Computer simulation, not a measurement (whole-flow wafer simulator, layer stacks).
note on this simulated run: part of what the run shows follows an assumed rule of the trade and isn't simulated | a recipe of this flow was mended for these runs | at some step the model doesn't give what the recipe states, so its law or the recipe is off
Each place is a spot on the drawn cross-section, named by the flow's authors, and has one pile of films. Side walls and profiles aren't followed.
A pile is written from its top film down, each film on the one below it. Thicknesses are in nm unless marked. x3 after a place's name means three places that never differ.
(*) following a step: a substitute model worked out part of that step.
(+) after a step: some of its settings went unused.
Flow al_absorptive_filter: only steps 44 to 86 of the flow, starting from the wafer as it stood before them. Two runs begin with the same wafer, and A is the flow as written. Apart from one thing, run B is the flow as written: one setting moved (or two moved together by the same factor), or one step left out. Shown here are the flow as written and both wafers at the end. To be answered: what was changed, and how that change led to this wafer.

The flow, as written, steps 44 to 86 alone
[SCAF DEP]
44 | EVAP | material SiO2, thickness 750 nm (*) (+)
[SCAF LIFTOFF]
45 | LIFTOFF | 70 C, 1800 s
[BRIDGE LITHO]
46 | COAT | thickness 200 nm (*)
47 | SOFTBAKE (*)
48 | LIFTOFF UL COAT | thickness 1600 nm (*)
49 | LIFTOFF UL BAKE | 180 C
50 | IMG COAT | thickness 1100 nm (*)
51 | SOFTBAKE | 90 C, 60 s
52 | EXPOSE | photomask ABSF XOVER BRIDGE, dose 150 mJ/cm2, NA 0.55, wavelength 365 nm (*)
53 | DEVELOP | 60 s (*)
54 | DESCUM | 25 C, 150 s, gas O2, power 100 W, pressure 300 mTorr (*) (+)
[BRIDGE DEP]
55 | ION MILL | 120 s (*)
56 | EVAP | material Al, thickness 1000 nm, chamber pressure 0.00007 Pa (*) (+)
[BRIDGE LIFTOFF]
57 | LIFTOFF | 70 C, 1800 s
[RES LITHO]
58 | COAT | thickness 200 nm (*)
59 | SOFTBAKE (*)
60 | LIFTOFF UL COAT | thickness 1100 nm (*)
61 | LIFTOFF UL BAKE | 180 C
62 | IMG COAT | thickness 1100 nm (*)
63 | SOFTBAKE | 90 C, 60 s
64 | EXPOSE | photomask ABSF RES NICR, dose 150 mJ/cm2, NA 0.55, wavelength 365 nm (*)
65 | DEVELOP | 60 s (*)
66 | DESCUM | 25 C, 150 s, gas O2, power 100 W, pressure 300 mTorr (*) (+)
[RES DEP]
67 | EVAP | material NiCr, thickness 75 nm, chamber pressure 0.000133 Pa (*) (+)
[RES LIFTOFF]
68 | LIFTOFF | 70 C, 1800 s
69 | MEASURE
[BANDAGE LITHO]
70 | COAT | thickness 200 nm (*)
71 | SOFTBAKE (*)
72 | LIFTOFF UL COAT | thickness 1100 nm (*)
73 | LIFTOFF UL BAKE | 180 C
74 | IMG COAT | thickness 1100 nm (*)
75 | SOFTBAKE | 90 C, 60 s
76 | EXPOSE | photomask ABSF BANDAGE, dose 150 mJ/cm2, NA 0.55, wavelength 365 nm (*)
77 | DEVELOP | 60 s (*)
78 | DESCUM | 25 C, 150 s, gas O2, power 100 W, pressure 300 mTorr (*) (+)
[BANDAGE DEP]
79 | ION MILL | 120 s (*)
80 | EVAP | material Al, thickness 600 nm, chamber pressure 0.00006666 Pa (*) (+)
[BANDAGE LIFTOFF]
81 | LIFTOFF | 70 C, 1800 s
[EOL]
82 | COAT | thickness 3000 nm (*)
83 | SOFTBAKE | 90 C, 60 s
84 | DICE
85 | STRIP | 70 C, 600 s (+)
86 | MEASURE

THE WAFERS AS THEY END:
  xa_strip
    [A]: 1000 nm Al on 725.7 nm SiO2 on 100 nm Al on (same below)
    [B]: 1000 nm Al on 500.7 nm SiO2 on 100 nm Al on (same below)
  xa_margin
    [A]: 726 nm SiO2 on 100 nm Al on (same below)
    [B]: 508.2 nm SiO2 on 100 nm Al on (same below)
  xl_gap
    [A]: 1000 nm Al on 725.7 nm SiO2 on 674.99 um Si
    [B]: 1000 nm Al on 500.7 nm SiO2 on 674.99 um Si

The reason: step 44, EVAP: thickness 525 nm was run, while the flow as written has thickness 750 nm.

How this came from the change, step by step:
  44 | EVAP | material SiO2, thickness 750 nm (*) (+)
      gnd, pad_far, pad_near and 10 more: A SiO2 gains 750 (new film) | B SiO2 gains 525 (new film)
      xa_margin: A SiO2 gains 726 (new film) | B SiO2 gains 508.2 (new film)
  45 | LIFTOFF | 70 C, 1800 s
      gnd, xa_field, xl_land, idc_field: A SiO2 loses 750 (all of it), i-line-resist loses 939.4 (all of it), lift-off-underlayer loses 1100 (all of it), acrylic-e-beam-resist loses 200 (all of it) | B SiO2 loses 525 (all of it), i-line-resist loses 939.4 (all of it), lift-off-underlayer loses 1100 (all of it), acrylic-e-beam-resist loses 200 (all of it)
      pad_far: A SiO2 loses 750 (all of it), i-line-resist loses 937 (all of it), lift-off-underlayer loses 1092.7 (all of it), acrylic-e-beam-resist loses 198.5 (all of it) | B SiO2 loses 525 (all of it), i-line-resist loses 937 (all of it), lift-off-underlayer loses 1092.7 (all of it), acrylic-e-beam-resist loses 198.5 (all of it)
      (and at 5 other places as well)
  46 | COAT | thickness 200 nm (*)
      xa_margin: A acrylic-e-beam-resist gains 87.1 (new film) | B acrylic-e-beam-resist gains 97.1 (new film)
      xa_strip: A acrylic-e-beam-resist gains 156.7 (new film) | B acrylic-e-beam-resist gains 173.7 (new film)
      (and at 2 other places as well)
  48 | LIFTOFF UL COAT | thickness 1600 nm (*)
      xa_margin: A lift-off-underlayer gains 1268 (new film) | B lift-off-underlayer gains 1381 (new film)
      xa_strip: A lift-off-underlayer gains 1219 (new film) | B lift-off-underlayer gains 1317.3 (new film)
      (and at 3 other places as well)
  50 | IMG COAT | thickness 1100 nm (*)
      xa_margin: A i-line-resist gains 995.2 (new film) | B i-line-resist gains 1032.7 (new film)
      xa_strip: A i-line-resist gains 962 (new film) | B i-line-resist gains 1010.4 (new film)
      (and at 2 other places as well)
  51 | SOFTBAKE | 90 C, 60 s
      xa_strip: A i-line-resist loses 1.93 | B i-line-resist loses 1.28
      xl_turn: A i-line-resist loses 1.83 | B i-line-resist loses 1.18
  53 | DEVELOP | 60 s (*)
      xa_strip: A i-line-resist loses 960.1 (all of it), lift-off-underlayer loses 1219 (all of it) | B i-line-resist loses 1009.1 (all of it), lift-off-underlayer loses 1317.3 (all of it)
      xl_land: A i-line-resist loses 1117.3 (all of it), lift-off-underlayer loses 1706.9 (all of it) | B i-line-resist loses 1110.9 (all of it), lift-off-underlayer loses 1670 (all of it)
      (and at 2 other places as well)
  54 | DESCUM | 25 C, 150 s, gas O2, power 100 W, pressure 300 mTorr (*) (+)
      xa_strip: A acrylic-e-beam-resist loses 156.7 (all of it) | B acrylic-e-beam-resist loses 173.7 (all of it)
      xl_gap: A acrylic-e-beam-resist loses 97.9 (all of it) | B acrylic-e-beam-resist loses 120.8 (all of it)
      (and at 1 other place as well)
  57 | LIFTOFF | 70 C, 1800 s
      xa_margin: A Al loses 1000 (all of it), i-line-resist loses 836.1 (all of it), lift-off-underlayer loses 1268 (all of it), acrylic-e-beam-resist loses 87.1 (all of it) | B Al loses 1000 (all of it), i-line-resist loses 875.9 (all of it), lift-off-underlayer loses 1381 (all of it), acrylic-e-beam-resist loses 97.1 (all of it)
  58 | COAT | thickness 200 nm (*)
      xa_margin: A acrylic-e-beam-resist gains 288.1 (new film) | B acrylic-e-beam-resist gains 327.4 (new film)
      xa_strip: A acrylic-e-beam-resist gains 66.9 (new film) | B acrylic-e-beam-resist gains 77.7 (new film)
      (and at 2 other places as well)
  60 | LIFTOFF UL COAT | thickness 1100 nm (*)
      xa_margin: A lift-off-underlayer gains 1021 (new film) | B lift-off-underlayer gains 1066.3 (new film)
      xa_strip: A lift-off-underlayer gains 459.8 (new film) | B lift-off-underlayer gains 508.4 (new film)
      (and at 2 other places as well)
  62 | IMG COAT | thickness 1100 nm (*)
      xa_margin: A i-line-resist gains 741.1 (new film) | B i-line-resist gains 802.2 (new film)
      xa_strip: A i-line-resist gains 577.9 (new film) | B i-line-resist gains 660.4 (new film)
      (and at 2 other places as well)
  63 | SOFTBAKE | 90 C, 60 s
      xl_turn: A i-line-resist loses 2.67 | B i-line-resist loses 1.79
  68 | LIFTOFF | 70 C, 1800 s
      xa_margin: A NiCr loses 75 (all of it), i-line-resist loses 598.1 (all of it), lift-off-underlayer loses 1021 (all of it), acrylic-e-beam-resist loses 288.1 (all of it) | B NiCr loses 75 (all of it), i-line-resist loses 659.6 (all of it), lift-off-underlayer loses 1066.3 (all of it), acrylic-e-beam-resist loses 327.4 (all of it)
      xa_strip: A NiCr loses 75 (all of it), i-line-resist loses 433.3 (all of it), lift-off-underlayer loses 459.8 (all of it), acrylic-e-beam-resist loses 66.9 (all of it) | B NiCr loses 75 (all of it), i-line-resist loses 515.8 (all of it), lift-off-underlayer loses 508.4 (all of it), acrylic-e-beam-resist loses 77.7 (all of it)
      (and at 2 other places as well)
  70 | COAT | thickness 200 nm (*)
      xa_margin: A acrylic-e-beam-resist gains 288.1 (new film) | B acrylic-e-beam-resist gains 327.4 (new film)
      xa_strip: A acrylic-e-beam-resist gains 66.9 (new film) | B acrylic-e-beam-resist gains 77.7 (new film)
      (and at 2 other places as well)
  72 | LIFTOFF UL COAT | thickness 1100 nm (*)
      xa_margin: A lift-off-underlayer gains 1021 (new film) | B lift-off-underlayer gains 1066.3 (new film)
      xa_strip: A lift-off-underlayer gains 459.8 (new film) | B lift-off-underlayer gains 508.4 (new film)
      (and at 2 other places as well)
  ... another 5 steps ...
  85 | STRIP | 70 C, 600 s (+)
      xa_margin: A i-line-resist loses 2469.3 (all of it) | B i-line-resist loses 2648.5 (all of it)
      xa_strip: A i-line-resist loses 1477 (all of it) | B i-line-resist loses 1661.1 (all of it)
      (and at 2 other places as well)
